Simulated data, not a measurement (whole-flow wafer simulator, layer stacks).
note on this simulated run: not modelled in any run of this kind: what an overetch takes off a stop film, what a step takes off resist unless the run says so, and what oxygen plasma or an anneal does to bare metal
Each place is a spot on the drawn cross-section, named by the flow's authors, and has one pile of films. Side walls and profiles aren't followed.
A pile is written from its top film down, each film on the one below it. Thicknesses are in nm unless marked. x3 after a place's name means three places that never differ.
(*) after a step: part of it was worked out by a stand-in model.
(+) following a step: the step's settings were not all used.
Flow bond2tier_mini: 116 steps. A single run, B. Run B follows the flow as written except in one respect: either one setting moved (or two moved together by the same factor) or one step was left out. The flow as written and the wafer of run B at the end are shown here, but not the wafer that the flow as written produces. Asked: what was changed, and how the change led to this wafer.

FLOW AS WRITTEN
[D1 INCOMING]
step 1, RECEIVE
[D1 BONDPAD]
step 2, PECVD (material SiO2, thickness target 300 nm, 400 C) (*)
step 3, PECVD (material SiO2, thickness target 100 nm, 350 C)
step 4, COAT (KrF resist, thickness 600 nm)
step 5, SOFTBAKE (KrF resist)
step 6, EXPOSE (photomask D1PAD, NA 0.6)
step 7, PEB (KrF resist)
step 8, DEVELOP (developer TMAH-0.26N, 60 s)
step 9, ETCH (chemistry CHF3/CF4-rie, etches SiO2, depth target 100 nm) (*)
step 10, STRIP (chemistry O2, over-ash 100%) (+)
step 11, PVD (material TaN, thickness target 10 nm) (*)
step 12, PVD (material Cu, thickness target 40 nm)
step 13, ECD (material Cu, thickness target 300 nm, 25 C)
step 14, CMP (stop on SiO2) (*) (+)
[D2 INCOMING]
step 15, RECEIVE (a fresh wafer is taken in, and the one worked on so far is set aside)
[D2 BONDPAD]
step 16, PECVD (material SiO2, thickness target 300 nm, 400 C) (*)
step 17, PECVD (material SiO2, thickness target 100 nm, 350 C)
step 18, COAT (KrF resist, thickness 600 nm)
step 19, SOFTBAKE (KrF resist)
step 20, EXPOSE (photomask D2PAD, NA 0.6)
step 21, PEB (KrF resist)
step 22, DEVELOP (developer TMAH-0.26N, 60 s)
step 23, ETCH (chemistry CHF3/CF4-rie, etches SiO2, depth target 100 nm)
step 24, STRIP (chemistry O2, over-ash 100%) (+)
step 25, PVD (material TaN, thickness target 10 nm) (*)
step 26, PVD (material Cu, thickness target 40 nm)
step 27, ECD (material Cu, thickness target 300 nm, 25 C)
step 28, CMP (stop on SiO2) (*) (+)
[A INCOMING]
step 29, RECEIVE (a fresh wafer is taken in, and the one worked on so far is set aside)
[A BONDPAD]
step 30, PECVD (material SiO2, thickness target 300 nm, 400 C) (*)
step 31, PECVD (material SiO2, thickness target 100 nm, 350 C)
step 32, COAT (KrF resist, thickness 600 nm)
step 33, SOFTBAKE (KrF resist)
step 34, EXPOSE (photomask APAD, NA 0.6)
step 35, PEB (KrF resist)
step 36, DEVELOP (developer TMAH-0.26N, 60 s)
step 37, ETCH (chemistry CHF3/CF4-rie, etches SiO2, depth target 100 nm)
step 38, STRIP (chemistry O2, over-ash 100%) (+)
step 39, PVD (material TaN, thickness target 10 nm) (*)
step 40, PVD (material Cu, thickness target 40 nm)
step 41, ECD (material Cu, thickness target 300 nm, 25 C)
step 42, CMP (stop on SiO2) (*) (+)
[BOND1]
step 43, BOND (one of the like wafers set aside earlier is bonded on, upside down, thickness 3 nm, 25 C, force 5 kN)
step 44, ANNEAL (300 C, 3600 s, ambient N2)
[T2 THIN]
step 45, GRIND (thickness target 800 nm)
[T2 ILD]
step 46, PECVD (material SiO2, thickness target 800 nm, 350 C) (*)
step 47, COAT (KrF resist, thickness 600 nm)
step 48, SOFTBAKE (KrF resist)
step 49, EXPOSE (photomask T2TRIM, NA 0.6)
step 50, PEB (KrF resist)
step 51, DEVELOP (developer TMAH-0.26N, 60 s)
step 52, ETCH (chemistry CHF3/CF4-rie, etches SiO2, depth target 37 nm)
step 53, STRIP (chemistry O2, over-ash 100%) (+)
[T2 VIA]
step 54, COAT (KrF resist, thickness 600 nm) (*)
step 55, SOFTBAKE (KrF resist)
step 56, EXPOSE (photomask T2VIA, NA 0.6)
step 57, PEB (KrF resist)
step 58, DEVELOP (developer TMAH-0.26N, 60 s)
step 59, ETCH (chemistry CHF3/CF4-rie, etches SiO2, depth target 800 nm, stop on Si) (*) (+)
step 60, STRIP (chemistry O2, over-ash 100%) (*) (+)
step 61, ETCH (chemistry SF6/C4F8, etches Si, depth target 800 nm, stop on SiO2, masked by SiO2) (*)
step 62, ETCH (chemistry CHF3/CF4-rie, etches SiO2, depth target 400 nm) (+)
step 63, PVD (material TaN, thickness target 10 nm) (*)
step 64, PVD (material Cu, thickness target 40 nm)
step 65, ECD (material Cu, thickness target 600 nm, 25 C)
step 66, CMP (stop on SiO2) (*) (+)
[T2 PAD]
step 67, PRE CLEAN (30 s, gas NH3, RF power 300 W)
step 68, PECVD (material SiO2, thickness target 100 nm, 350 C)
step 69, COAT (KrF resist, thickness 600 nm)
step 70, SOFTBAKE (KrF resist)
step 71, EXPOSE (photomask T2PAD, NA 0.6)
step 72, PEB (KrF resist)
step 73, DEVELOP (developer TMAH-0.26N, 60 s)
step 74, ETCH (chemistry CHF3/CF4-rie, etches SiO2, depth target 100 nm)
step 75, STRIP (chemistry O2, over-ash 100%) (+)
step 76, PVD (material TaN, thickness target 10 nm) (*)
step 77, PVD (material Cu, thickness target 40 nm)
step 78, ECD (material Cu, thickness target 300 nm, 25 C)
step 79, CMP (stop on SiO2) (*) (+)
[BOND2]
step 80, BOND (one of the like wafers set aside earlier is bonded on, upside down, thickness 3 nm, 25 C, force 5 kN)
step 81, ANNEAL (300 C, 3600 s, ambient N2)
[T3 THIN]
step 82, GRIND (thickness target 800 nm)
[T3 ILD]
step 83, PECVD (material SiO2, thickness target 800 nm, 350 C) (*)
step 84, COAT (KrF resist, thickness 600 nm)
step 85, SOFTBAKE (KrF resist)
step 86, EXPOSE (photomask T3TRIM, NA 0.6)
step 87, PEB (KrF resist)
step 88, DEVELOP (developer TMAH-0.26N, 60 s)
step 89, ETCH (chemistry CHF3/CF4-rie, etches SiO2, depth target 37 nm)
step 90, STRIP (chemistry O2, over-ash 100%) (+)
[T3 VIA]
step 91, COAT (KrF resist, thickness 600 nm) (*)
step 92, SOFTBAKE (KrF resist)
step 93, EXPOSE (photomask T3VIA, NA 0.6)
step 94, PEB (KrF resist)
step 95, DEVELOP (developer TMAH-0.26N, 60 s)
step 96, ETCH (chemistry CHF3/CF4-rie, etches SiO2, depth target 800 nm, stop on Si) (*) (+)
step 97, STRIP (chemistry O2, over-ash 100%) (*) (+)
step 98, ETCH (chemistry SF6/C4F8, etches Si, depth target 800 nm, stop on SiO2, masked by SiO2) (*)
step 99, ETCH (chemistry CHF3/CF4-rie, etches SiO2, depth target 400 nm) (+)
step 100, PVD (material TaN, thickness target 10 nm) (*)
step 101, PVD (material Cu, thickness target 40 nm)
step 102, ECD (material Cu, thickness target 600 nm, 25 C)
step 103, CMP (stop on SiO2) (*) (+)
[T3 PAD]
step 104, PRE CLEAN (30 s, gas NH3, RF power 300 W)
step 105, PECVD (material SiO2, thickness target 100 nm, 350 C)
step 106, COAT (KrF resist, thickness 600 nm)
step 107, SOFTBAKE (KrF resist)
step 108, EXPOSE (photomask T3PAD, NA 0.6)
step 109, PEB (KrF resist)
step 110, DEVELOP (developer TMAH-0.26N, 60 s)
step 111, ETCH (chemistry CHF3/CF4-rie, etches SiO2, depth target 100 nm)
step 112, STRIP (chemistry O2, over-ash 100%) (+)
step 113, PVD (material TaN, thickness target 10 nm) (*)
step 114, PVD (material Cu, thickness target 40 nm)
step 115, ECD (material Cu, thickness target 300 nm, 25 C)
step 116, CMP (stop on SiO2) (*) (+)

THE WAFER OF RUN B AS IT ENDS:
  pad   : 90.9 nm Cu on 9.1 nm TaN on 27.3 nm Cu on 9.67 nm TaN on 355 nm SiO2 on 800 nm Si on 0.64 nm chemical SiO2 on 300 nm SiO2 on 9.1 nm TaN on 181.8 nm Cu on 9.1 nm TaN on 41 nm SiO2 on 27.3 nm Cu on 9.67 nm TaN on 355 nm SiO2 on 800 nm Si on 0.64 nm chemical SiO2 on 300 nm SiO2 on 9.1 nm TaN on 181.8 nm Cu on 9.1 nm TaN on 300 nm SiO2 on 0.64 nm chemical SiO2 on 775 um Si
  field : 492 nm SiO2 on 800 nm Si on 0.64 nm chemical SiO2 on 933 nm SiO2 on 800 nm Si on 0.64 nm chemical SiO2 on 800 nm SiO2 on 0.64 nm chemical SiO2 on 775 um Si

What caused this: step 68, PECVD: thickness target 141 nm was run, while the flow as written has thickness target 100 nm.

The path from the change to this, step by step:
  step 68, PECVD (material SiO2, thickness target 100 nm, 350 C)
      field: SiO2 gains 141 (it would be, as written: SiO2 gains 100)
      pad: SiO2 gains 141 (new film) (it would be, as written: SiO2 gains 100 (new film))
  step 74, ETCH (chemistry CHF3/CF4-rie, etches SiO2, depth target 100 nm)
      pad: SiO2 loses 100 (it would be, as written: SiO2 loses 100 (all of it))
With metal films that touch counted as one body, pad has 4 bodies (between them, from the top down: SiO2 355 / Si 800 / chemical SiO2 0.64 / SiO2 300; SiO2 41; SiO2 355 / Si 800 / chemical SiO2 0.64 / SiO2 300); the flow as written gives 3 bodies (between them, from the top down: SiO2 355 / Si 800 / chemical SiO2 0.64 / SiO2 300; SiO2 355 / Si 800 / chemical SiO2 0.64 / SiO2 300).
